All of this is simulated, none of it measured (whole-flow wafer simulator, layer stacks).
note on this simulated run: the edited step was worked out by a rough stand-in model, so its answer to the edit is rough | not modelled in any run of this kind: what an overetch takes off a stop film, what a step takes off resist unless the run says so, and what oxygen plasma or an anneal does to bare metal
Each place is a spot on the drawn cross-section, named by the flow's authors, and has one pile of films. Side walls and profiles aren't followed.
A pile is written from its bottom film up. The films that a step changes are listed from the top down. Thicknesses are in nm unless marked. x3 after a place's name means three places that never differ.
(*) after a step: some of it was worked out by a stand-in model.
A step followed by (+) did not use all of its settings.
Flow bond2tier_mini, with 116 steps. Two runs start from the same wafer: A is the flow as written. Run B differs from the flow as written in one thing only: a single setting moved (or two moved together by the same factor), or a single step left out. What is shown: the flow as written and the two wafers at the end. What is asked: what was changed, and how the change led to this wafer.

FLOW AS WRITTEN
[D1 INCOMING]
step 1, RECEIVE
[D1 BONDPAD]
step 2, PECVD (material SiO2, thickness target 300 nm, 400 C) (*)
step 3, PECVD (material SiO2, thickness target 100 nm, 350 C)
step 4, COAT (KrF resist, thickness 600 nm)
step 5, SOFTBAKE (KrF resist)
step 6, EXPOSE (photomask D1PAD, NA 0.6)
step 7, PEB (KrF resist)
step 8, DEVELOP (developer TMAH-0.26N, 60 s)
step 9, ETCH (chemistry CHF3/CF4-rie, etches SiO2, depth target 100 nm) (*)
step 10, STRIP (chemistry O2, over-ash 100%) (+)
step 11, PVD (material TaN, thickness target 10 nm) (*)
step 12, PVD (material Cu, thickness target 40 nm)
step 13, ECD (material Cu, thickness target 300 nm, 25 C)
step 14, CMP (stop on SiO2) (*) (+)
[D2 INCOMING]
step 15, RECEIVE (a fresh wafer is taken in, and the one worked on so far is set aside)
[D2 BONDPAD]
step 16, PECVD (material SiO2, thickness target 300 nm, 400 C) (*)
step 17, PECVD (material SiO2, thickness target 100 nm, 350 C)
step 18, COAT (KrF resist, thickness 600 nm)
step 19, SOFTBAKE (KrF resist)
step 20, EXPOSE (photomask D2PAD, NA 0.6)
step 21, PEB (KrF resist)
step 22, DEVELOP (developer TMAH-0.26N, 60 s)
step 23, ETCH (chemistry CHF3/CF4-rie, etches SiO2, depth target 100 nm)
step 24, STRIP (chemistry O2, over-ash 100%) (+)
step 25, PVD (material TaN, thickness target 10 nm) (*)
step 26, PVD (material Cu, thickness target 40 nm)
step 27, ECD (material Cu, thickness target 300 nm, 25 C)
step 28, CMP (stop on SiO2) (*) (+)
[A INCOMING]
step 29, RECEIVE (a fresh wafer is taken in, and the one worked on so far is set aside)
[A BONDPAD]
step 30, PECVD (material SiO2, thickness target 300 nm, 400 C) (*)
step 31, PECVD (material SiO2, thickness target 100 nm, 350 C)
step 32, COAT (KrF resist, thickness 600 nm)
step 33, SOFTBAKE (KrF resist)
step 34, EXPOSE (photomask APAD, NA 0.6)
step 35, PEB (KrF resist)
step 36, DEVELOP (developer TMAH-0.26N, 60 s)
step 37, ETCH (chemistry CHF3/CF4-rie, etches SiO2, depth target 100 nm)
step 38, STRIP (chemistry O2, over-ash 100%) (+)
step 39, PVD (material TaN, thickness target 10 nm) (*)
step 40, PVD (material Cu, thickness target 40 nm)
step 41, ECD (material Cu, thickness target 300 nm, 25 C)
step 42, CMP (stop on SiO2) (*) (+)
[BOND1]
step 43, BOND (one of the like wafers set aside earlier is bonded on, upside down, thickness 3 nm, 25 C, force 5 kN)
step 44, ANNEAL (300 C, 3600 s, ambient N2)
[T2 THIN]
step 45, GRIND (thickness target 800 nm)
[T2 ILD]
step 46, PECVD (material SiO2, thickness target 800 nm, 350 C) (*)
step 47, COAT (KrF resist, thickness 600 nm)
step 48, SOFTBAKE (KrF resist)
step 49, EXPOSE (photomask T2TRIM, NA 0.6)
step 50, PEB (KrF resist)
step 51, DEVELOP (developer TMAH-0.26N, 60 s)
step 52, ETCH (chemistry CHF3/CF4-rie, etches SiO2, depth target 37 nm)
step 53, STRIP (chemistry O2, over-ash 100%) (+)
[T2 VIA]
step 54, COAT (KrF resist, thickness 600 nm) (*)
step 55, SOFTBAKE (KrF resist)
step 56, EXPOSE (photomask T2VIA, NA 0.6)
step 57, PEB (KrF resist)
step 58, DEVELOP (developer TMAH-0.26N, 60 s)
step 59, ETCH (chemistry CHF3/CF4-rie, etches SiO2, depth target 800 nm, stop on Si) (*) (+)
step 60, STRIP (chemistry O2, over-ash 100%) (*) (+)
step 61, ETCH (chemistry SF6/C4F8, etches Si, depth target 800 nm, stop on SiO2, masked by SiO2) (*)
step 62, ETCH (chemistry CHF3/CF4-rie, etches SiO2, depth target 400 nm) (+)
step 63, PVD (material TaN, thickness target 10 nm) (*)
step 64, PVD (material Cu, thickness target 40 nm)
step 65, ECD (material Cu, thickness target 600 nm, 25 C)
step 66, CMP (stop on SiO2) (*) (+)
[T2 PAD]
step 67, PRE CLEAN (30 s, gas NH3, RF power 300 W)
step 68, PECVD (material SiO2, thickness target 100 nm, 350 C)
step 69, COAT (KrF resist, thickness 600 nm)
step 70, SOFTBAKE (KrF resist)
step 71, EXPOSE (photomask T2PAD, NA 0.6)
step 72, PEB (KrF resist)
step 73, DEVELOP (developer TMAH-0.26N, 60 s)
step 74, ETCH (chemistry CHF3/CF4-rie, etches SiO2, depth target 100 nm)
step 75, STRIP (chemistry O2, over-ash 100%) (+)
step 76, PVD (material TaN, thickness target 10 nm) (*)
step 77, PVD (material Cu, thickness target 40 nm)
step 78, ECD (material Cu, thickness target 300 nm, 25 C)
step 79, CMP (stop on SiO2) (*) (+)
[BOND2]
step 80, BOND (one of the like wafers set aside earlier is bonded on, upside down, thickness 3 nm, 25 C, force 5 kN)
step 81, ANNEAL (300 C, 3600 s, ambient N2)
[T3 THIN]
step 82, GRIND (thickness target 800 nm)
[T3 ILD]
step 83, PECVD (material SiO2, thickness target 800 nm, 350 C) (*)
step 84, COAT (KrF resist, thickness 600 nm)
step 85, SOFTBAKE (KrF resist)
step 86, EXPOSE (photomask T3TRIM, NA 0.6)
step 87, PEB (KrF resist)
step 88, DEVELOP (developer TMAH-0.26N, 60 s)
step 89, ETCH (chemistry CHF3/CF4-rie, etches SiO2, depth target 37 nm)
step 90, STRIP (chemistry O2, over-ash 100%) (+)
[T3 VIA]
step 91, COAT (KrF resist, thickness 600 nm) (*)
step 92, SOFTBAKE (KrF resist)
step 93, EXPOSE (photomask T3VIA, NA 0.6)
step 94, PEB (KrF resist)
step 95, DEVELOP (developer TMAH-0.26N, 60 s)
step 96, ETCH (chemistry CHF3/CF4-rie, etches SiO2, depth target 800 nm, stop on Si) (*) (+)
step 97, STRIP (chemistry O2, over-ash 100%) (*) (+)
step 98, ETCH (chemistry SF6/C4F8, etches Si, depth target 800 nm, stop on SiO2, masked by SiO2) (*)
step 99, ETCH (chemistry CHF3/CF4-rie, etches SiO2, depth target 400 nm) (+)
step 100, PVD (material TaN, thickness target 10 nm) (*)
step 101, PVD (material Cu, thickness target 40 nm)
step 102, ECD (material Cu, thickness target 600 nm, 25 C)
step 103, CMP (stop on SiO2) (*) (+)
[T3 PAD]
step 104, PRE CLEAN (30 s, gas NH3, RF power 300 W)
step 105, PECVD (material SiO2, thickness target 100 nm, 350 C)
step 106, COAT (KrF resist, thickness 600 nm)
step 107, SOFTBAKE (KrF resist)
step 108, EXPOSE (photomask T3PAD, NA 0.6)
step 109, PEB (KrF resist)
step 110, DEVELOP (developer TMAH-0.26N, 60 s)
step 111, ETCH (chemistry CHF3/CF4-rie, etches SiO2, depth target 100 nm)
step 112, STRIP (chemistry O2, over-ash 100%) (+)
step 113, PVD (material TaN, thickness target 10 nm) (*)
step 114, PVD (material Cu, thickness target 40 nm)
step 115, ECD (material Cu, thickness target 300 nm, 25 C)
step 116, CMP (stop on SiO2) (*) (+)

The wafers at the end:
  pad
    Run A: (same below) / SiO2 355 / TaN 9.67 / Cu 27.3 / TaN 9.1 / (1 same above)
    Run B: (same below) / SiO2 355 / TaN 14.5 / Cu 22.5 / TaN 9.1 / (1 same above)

Cause: step 100, PVD: thickness target 15 nm was run, whereas the flow has thickness target 10 nm.

Step by step, how the change led to this:
  step 100, PVD (material TaN, thickness target 10 nm) (*)
      field: A TaN gains 10 (new film) | B TaN gains 15 (new film)
      pad: A TaN gains 9.67 (new film) | B TaN gains 14.5 (new film)
  step 103, CMP (stop on SiO2) (*) (+)
      field: A Cu loses 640 (all of it), TaN loses 10 (all of it) | B Cu loses 640 (all of it), TaN loses 15 (all of it)
